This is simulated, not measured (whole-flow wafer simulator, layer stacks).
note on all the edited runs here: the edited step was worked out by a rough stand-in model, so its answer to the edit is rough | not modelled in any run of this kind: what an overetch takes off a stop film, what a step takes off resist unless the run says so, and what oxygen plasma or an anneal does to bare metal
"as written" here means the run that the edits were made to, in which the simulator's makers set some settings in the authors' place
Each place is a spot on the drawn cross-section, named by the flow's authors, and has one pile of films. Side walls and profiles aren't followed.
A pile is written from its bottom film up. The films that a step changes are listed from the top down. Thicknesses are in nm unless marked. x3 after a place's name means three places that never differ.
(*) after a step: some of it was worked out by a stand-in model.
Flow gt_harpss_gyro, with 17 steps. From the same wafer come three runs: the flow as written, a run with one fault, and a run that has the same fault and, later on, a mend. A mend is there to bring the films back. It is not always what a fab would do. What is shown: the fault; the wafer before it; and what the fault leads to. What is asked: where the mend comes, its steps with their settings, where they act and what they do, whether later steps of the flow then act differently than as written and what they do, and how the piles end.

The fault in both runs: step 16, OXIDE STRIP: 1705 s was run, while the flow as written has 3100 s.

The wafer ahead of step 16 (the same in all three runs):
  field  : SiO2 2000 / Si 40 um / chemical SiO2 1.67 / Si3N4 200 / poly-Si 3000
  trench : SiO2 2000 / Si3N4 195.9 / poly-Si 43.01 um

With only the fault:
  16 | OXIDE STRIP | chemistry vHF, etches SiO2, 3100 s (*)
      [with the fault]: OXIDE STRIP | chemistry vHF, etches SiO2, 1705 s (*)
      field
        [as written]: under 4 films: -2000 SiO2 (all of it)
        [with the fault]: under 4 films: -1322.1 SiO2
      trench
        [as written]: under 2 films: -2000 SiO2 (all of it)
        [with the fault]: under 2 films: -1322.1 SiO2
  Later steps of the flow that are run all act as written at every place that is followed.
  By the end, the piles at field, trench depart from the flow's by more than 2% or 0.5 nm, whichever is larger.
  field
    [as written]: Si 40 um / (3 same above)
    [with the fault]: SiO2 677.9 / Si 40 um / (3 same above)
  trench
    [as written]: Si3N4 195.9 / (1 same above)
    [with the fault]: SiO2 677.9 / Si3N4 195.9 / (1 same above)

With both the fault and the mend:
  The mend stands after step 17.
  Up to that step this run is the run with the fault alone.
  17a | OXIDE STRIP | chemistry vHF, etches SiO2, 1395 s (*) (the flow's step 16 again, with other settings)
      field
        under 4 films: -677.9 SiO2 (all of it)
      trench
        under 2 films: -677.9 SiO2 (all of it)
  Later steps of the flow that are run all act as written at every place that is followed.
  By the end, the piles equal the flow's at every place that both follow.
